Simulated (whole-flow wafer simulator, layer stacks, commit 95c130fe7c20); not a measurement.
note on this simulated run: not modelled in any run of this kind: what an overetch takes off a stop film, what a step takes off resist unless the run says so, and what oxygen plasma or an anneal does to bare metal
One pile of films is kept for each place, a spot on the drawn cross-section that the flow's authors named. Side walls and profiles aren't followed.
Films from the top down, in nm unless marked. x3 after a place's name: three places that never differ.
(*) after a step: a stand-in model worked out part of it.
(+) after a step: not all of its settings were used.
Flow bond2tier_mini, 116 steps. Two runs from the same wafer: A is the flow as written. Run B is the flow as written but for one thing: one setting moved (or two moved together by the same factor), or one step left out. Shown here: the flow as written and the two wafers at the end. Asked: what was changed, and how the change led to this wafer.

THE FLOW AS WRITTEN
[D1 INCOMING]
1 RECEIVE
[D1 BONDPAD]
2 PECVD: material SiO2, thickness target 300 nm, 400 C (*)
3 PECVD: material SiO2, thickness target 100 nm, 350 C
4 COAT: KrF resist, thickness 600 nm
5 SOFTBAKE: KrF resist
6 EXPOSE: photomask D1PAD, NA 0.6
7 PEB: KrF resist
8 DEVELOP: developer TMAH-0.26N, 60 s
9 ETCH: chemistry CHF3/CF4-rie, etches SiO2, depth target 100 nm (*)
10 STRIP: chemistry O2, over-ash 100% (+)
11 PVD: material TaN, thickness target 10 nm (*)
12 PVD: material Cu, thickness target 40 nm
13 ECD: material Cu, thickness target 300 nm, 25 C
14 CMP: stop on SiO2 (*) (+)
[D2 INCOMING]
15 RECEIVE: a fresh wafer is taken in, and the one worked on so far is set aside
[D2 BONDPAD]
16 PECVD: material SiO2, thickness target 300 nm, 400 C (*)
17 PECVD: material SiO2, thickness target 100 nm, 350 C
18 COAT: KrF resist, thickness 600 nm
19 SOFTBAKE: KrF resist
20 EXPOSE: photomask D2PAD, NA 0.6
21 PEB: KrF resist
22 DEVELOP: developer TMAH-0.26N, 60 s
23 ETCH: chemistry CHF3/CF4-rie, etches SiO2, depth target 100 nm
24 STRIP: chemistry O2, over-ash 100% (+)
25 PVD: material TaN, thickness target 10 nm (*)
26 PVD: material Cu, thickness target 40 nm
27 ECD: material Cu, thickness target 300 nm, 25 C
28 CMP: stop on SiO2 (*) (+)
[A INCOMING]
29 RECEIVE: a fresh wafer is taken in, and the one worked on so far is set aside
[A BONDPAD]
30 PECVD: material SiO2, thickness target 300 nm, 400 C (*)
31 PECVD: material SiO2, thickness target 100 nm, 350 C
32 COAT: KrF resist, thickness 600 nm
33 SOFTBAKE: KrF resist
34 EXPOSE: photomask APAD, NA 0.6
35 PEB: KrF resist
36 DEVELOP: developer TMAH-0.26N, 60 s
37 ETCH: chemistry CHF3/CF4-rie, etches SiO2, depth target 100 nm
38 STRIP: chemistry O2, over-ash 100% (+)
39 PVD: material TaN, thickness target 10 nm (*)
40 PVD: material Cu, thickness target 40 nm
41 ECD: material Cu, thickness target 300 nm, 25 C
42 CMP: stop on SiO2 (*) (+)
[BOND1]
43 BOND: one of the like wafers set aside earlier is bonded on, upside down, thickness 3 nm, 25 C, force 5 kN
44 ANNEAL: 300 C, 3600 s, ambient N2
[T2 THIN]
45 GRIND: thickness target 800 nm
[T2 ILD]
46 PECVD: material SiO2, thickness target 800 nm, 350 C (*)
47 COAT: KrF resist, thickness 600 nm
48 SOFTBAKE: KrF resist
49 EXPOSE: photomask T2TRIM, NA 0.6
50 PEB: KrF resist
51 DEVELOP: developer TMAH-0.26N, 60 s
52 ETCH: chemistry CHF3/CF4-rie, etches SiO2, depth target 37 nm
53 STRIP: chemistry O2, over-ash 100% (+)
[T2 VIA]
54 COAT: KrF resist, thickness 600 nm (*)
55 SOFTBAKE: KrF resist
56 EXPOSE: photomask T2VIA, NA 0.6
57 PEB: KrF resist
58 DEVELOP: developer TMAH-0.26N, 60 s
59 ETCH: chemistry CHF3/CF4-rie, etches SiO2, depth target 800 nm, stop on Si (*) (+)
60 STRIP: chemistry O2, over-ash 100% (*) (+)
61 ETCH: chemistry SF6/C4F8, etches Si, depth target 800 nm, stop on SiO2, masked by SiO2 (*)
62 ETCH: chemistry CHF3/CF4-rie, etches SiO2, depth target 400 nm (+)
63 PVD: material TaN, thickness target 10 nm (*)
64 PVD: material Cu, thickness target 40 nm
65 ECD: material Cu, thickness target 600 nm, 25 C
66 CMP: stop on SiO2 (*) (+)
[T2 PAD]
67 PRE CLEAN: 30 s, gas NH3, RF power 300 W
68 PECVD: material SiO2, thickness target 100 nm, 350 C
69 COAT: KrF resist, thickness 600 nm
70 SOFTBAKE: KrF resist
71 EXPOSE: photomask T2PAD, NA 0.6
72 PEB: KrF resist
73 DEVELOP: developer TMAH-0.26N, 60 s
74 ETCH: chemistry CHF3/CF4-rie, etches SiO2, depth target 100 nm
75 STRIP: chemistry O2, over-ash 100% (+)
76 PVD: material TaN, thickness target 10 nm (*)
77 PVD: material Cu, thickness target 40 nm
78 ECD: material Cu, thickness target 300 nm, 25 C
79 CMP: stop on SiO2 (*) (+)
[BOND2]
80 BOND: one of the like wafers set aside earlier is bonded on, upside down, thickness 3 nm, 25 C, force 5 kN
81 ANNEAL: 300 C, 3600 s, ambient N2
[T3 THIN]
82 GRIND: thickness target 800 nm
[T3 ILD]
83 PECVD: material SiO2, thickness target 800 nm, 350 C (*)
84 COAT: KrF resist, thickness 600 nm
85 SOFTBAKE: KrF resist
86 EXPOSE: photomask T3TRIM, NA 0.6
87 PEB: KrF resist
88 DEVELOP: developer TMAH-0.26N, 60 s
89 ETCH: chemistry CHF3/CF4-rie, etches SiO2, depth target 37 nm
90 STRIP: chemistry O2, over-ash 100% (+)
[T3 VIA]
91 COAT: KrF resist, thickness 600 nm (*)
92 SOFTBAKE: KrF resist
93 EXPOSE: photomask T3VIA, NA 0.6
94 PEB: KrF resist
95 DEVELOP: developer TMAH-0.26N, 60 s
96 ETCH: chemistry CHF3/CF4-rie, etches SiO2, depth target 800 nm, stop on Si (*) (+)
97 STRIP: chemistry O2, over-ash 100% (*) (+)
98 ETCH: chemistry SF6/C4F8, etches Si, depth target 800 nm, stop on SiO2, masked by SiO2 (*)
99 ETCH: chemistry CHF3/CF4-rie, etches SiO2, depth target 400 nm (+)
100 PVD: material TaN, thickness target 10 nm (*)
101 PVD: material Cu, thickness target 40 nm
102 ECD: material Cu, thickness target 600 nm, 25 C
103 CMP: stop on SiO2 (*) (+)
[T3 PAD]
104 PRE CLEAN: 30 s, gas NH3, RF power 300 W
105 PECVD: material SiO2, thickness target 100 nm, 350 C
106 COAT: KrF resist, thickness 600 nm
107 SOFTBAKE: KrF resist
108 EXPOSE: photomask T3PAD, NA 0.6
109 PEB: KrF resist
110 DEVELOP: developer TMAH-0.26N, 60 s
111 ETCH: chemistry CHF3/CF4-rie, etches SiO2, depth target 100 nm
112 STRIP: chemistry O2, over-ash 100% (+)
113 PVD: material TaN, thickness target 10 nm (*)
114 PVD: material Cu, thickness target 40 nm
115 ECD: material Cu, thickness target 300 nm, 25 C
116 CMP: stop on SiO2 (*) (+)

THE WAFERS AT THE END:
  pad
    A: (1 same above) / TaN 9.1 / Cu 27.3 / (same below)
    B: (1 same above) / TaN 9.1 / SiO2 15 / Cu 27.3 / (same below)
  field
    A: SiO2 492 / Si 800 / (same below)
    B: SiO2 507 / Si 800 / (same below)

The cause: step 105, PECVD: thickness target 115 nm was run, where the flow has thickness target 100 nm.

How the change led to this, step by step:
  105 PECVD: material SiO2, thickness target 100 nm, 350 C
      field: A SiO2 +100 | B SiO2 +115
      pad: A SiO2 +100 (new film) | B SiO2 +115 (new film)
  111 ETCH: chemistry CHF3/CF4-rie, etches SiO2, depth target 100 nm
      pad: A SiO2 -100 (all of it) | B SiO2 -100
Counting metal films that touch as one body, pad has 4 bodies (between them, from the top down: SiO2 15; SiO2 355 / Si 800 / chemical SiO2 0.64 / SiO2 300; SiO2 355 / Si 800 / chemical SiO2 0.64 / SiO2 300); the flow as written gives 3 bodies (between them, from the top down: SiO2 355 / Si 800 / chemical SiO2 0.64 / SiO2 300; SiO2 355 / Si 800 / chemical SiO2 0.64 / SiO2 300).
